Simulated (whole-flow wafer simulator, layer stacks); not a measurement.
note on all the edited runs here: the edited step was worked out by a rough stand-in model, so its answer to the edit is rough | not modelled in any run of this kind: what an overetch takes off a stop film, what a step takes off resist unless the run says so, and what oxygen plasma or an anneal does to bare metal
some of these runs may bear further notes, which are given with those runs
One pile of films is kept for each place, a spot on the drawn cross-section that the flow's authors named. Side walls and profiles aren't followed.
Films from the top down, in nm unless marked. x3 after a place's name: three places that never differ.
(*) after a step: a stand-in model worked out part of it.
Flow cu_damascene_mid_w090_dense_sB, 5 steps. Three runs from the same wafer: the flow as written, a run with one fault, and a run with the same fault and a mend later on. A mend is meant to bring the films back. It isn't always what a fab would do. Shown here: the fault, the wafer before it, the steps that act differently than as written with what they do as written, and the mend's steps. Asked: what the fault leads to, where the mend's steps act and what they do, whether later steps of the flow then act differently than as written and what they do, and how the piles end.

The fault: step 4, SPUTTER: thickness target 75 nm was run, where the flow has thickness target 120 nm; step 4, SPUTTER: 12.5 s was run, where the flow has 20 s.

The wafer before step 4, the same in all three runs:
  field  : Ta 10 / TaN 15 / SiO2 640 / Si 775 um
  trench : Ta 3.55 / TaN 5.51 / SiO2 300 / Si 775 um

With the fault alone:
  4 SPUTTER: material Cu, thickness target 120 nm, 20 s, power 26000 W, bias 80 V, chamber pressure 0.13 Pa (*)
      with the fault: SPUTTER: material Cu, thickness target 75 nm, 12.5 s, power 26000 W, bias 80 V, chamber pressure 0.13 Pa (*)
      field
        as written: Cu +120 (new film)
        with the fault: Cu +75 (new film)
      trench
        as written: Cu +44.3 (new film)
        with the fault: Cu +27.7 (new film)
  Later steps of the flow that act differently than as written:
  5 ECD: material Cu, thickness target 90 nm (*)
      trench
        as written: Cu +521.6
        with the fault: Cu +493.2
  At the end the piles differ from the flow's by more than 2% or 0.5 nm, whichever is larger, at field, trench.
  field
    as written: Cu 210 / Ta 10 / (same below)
    with the fault: Cu 165 / Ta 10 / (same below)
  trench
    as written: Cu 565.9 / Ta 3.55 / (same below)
    with the fault: Cu 520.9 / Ta 3.55 / (same below)

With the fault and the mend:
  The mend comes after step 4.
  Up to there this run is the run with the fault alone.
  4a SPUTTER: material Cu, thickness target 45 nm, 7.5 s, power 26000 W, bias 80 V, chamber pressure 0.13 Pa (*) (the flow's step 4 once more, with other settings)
      field
        Cu +45
      trench
        Cu +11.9
  No later step of the flow acts differently than as written, at any place that is followed, by more than 2% or 0.5 nm, whichever is larger.
  At the end the piles are the same as the flow's at every place that both follow.
